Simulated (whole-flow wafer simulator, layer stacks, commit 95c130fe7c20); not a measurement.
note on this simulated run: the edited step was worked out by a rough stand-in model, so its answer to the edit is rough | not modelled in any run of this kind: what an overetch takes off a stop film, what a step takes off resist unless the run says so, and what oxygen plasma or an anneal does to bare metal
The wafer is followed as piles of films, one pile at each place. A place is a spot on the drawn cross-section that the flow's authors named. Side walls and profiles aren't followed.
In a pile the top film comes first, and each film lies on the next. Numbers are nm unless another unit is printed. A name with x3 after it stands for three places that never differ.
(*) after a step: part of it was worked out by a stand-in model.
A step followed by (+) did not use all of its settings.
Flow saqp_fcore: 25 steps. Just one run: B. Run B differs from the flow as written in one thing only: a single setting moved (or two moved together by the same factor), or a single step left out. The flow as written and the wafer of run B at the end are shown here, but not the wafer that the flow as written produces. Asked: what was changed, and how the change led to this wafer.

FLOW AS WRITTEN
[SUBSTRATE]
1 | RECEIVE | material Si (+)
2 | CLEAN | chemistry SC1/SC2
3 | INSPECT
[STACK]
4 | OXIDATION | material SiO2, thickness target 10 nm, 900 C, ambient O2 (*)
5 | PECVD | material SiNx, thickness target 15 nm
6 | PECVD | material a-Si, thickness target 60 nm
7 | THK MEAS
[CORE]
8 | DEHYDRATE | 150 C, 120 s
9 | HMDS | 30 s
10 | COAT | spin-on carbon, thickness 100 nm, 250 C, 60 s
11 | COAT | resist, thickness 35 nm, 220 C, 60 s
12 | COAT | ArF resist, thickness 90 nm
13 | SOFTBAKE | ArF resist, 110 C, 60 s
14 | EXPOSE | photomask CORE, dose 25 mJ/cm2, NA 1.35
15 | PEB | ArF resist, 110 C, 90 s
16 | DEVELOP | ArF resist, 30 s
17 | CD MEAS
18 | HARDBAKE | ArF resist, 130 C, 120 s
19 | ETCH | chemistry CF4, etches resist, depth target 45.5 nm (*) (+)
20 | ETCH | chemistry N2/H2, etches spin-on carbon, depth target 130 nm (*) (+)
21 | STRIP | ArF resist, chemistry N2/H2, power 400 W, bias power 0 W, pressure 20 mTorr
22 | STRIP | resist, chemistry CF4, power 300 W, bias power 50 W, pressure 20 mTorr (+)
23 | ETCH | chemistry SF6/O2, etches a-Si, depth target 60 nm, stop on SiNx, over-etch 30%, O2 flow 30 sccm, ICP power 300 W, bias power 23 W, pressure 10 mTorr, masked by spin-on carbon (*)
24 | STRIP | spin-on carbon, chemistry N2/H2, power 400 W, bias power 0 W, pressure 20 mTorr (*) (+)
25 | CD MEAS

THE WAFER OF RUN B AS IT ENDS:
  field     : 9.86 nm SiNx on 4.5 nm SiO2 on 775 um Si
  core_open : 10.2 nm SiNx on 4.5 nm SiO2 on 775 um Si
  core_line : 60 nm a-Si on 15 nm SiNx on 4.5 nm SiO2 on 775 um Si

What caused this: step 4, OXIDATION: thickness target 4.5 nm was run, while the flow as written has thickness target 10 nm.
The wafer itself shows it: field has SiO2 4.5, and step 4 as written asks for 10 nm.

How this came from the change, step by step:
  4 | OXIDATION | material SiO2, thickness target 10 nm, 900 C, ambient O2 (*)
      field, core_open, core_line: SiO2 gains 4.5 (new film), chemical SiO2 loses 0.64 (all of it), Si loses 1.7 (it would be, as written: SiO2 gains 10 (new film), chemical SiO2 loses 0.64 (all of it), Si loses 4.12)
